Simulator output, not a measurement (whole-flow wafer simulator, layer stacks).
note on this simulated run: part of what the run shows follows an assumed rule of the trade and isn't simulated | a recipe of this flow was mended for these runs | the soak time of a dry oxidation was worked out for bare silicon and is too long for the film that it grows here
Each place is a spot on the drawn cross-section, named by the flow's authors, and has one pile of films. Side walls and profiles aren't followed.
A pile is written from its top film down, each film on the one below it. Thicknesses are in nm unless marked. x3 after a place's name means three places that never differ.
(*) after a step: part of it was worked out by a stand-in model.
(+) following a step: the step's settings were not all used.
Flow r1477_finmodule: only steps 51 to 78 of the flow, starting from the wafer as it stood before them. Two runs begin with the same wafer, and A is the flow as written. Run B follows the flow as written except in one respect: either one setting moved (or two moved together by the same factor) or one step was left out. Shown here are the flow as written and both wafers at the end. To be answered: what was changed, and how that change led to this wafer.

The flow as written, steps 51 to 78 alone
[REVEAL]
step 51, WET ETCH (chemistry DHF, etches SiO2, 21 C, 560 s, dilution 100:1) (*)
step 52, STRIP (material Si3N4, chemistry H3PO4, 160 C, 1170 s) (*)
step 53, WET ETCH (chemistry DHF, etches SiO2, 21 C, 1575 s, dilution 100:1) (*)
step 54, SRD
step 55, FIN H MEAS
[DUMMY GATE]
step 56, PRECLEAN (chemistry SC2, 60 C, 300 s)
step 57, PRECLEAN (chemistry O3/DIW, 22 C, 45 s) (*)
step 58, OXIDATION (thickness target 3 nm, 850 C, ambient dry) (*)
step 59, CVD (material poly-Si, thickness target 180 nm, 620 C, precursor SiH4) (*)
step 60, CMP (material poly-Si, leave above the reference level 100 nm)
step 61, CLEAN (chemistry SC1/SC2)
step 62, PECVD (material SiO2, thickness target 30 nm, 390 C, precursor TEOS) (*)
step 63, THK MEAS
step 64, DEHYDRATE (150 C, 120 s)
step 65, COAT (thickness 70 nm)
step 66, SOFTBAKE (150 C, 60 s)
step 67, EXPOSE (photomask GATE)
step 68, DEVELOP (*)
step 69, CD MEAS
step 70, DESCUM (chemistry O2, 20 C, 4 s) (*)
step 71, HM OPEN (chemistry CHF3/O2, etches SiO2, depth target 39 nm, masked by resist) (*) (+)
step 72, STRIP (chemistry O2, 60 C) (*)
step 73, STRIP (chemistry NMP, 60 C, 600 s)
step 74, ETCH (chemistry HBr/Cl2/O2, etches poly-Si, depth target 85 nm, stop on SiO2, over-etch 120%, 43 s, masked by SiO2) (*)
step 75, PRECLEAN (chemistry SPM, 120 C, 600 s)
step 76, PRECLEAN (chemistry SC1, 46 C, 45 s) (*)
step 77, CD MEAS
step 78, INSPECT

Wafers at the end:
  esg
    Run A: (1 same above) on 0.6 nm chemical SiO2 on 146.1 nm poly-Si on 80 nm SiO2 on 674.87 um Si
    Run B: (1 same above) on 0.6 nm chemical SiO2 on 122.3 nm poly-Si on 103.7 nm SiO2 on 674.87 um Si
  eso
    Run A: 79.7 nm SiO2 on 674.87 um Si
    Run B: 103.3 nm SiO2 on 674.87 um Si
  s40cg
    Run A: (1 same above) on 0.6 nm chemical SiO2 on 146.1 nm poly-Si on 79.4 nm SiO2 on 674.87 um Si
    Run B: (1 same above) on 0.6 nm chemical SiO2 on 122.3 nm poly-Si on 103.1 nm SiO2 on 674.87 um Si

The reason: step 53, WET ETCH: 1102 s was run, whereas the flow has 1575 s.

The path from the change to this, step by step:
  step 53, WET ETCH (chemistry DHF, etches SiO2, 21 C, 1575 s, dilution 100:1) (*)
      esg, e40sg, e100sg and 17 more: A -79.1 SiO2 | B -55.3 SiO2
      pad, padg: A -85.7 SiO2 | B -60 SiO2
  step 59, CVD (material poly-Si, thickness target 180 nm, 620 C, precursor SiH4) (*)
      esg, e40sg, s40cg and 9 more: A +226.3 poly-Si (new film) | B +202.6 poly-Si (new film)
      e100sg, s40sg, s50cg, e100so, s40so, s50co: A +226.3 poly-Si (new film) | B +200.9 poly-Si (new film)
      (and at 2 other places as well)
  step 60, CMP (material poly-Si, leave above the reference level 100 nm)
      e100sg, s40sg, s50cg, e100so, s40so, s50co: A -80 poly-Si | B -78.3 poly-Si
      pad, padg: A -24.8 poly-Si | B -50.5 poly-Si
  step 74, ETCH (chemistry HBr/Cl2/O2, etches poly-Si, depth target 85 nm, stop on SiO2, over-etch 120%, 43 s, masked by SiO2) (*)
      eso, e40so, e100so and 7 more: A -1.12 chemical SiO2 (all of it), -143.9 poly-Si (all of it), -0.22 SiO2 | B -1.12 chemical SiO2 (all of it), -120.2 poly-Si (all of it), -0.33 SiO2
      pad: A -1.12 chemical SiO2 (all of it), -152.8 poly-Si (all of it), -0.17 SiO2 | B -1.12 chemical SiO2 (all of it), -127.1 poly-Si (all of it), -0.3 SiO2
